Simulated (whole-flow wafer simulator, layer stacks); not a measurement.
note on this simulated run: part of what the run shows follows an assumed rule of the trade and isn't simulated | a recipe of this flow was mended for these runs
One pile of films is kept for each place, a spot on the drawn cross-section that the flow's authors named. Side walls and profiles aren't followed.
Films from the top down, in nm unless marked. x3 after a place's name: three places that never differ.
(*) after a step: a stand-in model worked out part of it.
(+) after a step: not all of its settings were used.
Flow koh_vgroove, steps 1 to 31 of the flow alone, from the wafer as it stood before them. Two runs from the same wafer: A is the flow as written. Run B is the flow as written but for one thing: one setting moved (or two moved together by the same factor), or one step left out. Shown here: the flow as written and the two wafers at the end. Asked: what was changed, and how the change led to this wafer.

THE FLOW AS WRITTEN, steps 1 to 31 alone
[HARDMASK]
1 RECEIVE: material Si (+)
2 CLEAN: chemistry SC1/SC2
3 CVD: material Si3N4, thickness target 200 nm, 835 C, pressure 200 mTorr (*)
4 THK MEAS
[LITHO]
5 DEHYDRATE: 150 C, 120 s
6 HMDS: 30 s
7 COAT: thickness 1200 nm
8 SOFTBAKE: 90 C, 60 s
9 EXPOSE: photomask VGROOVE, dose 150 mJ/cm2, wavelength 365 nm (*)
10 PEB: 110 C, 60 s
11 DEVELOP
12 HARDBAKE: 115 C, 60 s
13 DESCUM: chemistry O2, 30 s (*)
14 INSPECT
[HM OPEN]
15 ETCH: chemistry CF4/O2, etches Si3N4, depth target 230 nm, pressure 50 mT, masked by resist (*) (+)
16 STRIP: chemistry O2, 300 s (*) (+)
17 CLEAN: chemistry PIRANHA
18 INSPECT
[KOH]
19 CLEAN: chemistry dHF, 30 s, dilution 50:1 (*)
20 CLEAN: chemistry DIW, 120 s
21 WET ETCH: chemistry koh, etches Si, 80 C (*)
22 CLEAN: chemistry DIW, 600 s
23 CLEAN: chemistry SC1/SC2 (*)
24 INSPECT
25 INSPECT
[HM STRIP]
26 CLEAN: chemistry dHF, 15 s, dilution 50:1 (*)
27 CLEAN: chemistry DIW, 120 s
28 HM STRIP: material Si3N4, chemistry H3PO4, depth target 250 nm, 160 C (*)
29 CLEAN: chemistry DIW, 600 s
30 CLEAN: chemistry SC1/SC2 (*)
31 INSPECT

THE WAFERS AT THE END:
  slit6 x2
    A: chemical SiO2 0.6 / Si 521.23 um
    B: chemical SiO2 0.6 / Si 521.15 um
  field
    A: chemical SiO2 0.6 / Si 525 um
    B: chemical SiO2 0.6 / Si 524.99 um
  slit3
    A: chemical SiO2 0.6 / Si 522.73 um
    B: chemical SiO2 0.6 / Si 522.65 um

The cause: step 3, CVD: thickness target 120 nm was run, where the flow has thickness target 200 nm.

How the change led to this, step by step:
  3 CVD: material Si3N4, thickness target 200 nm, 835 C, pressure 200 mTorr (*)
      field, slit3, slit2, slit6 x2: A Si3N4 +200 (new film) | B Si3N4 +120 (new film)
  15 ETCH: chemistry CF4/O2, etches Si3N4, depth target 230 nm, pressure 50 mT, masked by resist (*) (+)
      slit3, slit2, slit6 x2: A Si3N4 -200 (all of it), chemical SiO2 -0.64 (all of it), Si -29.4 | B Si3N4 -120 (all of it), chemical SiO2 -0.64 (all of it), Si -109.4
  28 HM STRIP: material Si3N4, chemistry H3PO4, depth target 250 nm, 160 C (*)
      field: A Si3N4 -198.7 (all of it), chemical SiO2 -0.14, Si -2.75 | B Si3N4 -118.7 (all of it), chemical SiO2 -0.14, Si -6.75
